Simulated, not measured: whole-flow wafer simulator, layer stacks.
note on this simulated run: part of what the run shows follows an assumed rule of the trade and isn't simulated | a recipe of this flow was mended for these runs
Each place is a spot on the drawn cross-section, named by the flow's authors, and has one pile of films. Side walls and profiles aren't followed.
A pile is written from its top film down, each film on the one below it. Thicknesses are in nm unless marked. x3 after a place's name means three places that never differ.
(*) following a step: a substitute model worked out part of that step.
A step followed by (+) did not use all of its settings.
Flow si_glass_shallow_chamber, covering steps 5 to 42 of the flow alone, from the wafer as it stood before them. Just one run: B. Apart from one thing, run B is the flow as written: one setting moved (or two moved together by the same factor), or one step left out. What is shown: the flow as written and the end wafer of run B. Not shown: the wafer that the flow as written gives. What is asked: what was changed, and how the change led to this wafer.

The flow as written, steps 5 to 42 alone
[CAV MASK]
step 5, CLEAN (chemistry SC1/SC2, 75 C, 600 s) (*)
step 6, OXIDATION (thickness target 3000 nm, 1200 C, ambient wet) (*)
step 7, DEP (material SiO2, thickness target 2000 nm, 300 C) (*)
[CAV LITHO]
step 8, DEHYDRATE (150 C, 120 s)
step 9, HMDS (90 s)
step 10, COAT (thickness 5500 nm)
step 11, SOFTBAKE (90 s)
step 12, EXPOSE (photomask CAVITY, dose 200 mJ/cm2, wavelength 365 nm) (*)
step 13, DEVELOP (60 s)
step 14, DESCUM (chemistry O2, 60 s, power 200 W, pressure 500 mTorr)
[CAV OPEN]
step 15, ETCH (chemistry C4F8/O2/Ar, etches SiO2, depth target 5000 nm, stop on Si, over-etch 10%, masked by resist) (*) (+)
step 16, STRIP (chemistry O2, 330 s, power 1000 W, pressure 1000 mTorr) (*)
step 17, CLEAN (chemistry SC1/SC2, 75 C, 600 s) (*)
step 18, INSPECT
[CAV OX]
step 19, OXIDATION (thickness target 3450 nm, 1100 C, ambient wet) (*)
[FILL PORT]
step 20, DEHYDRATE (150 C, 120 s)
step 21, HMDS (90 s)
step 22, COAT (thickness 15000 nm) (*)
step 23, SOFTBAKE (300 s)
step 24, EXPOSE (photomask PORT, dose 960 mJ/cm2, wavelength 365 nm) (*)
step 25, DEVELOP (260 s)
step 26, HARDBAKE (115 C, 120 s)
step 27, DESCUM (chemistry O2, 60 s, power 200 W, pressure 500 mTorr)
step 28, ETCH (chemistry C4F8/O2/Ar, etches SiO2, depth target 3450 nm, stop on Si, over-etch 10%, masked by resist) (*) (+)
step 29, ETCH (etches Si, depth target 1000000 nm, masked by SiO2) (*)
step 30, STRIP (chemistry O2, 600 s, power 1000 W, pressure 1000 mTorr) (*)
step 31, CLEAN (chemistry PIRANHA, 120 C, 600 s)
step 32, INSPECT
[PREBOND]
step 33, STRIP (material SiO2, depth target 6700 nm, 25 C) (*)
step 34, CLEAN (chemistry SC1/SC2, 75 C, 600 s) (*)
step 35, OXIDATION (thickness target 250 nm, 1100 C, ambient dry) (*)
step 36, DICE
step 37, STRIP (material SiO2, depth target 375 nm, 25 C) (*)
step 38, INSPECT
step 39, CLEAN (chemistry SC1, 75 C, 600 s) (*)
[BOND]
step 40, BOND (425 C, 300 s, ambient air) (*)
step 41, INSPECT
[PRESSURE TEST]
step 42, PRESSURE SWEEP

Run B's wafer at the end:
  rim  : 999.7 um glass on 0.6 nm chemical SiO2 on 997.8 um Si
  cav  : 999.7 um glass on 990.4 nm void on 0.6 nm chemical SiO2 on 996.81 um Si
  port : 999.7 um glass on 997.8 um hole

The reason: step 6, OXIDATION: thickness target 3720 nm was run, while the flow as written has thickness target 3000 nm.

The path from the change to this, step by step:
  step 6, OXIDATION (thickness target 3000 nm, 1200 C, ambient wet) (*)
      rim, ramp, cav, port, septum, ring: SiO2 gains 3720 (new film), chemical SiO2 loses 0.6 (all of it), Si loses 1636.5 (it would be, as written: SiO2 gains 3000 (new film), chemical SiO2 loses 0.6 (all of it), Si loses 1319.7)
  step 15, ETCH (chemistry C4F8/O2/Ar, etches SiO2, depth target 5000 nm, stop on Si, over-etch 10%, masked by resist) (*) (+)
      cav, port: SiO2 loses 5500 (it would be, as written: SiO2 loses 5000 (all of it), Si loses 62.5)
  step 16, STRIP (chemistry O2, 330 s, power 1000 W, pressure 1000 mTorr) (*)
      cav, port: nothing (it would be, as written: chemical SiO2 gains 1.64 (new film), Si loses 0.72)
  step 17, CLEAN (chemistry SC1/SC2, 75 C, 600 s) (*)
      cav, port: SiO2 loses 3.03 (it would be, as written: chemical SiO2 loses 1.04, Si loses 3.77)
  step 19, OXIDATION (thickness target 3450 nm, 1100 C, ambient wet) (*)
      cav, port: SiO2 gains 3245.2, Si loses 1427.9 (it would be, as written: SiO2 gains 3450 (new film), chemical SiO2 loses 0.6 (all of it), Si loses 1517.7)
      rim, ramp, septum, ring: SiO2 gains 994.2, Si loses 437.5 (it would be, as written: SiO2 gains 1110.9, Si loses 488.8)
  step 22, COAT (thickness 15000 nm) (*)
      rim: thick-i-line-resist gains 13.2 um (new film) (it would be, as written: thick-i-line-resist gains 13.4 um (new film))
      ramp: thick-i-line-resist gains 12.63 um (new film) (it would be, as written: thick-i-line-resist gains 12.89 um (new film))
      (also at 4 further places)
  step 23, SOFTBAKE (300 s)
      rim: thick-i-line-resist loses 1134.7 (it would be, as written: thick-i-line-resist loses 997)
      ramp: thick-i-line-resist loses 560.7 (it would be, as written: thick-i-line-resist loses 487.1)
      (also at 4 further places)
  step 25, DEVELOP (260 s)
      port: thick-i-line-resist loses 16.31 um (all of it) (it would be, as written: thick-i-line-resist loses 16.16 um (all of it))
  step 26, HARDBAKE (115 C, 120 s)
      rim, ramp: thick-i-line-resist loses 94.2 (it would be, as written: thick-i-line-resist loses 98.2)
  step 28, ETCH (chemistry C4F8/O2/Ar, etches SiO2, depth target 3450 nm, stop on Si, over-etch 10%, masked by resist) (*) (+)
      port: SiO2 loses 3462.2 (all of it), Si loses 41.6 (it would be, as written: SiO2 loses 3450 (all of it), Si loses 43.1)
  step 29, ETCH (etches Si, depth target 1000000 nm, masked by SiO2) (*)
      rim, ramp: thick-i-line-resist loses 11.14 um (all of it), SiO2 loses 1794.3 (it would be, as written: thick-i-line-resist loses 11.47 um (all of it), SiO2 loses 1617.3)
      port: hole gains 996.89 um (new film), Si loses 996.89 um (all of it) (it would be, as written: hole gains 997.05 um (new film), Si loses 997.05 um (all of it))
      (also at 2 further places)
  step 30, STRIP (chemistry O2, 600 s, power 1000 W, pressure 1000 mTorr) (*)
      cav: thick-i-line-resist loses 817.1 (all of it) (it would be, as written: thick-i-line-resist loses 669.6 (all of it))
  step 33, STRIP (material SiO2, depth target 6700 nm, 25 C) (*)
      rim, ramp: SiO2 loses 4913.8 (all of it) (it would be, as written: SiO2 loses 4487.5 (all of it))
      septum: SiO2 loses 6320.4 (all of it) (it would be, as written: SiO2 loses 5732.1 (all of it))
      (also at 1 further place)
  step 40, BOND (425 C, 300 s, ambient air) (*)
      cav: glass gains 999.7 um (new film), void gains 990.4 (new film) (it would be, as written: glass gains 999.7 um (new film), void gains 1095.9 (new film))
      port: glass gains 999.7 um (new film), hole gains 910.2 (it would be, as written: glass gains 999.7 um (new film), hole gains 1017.3)
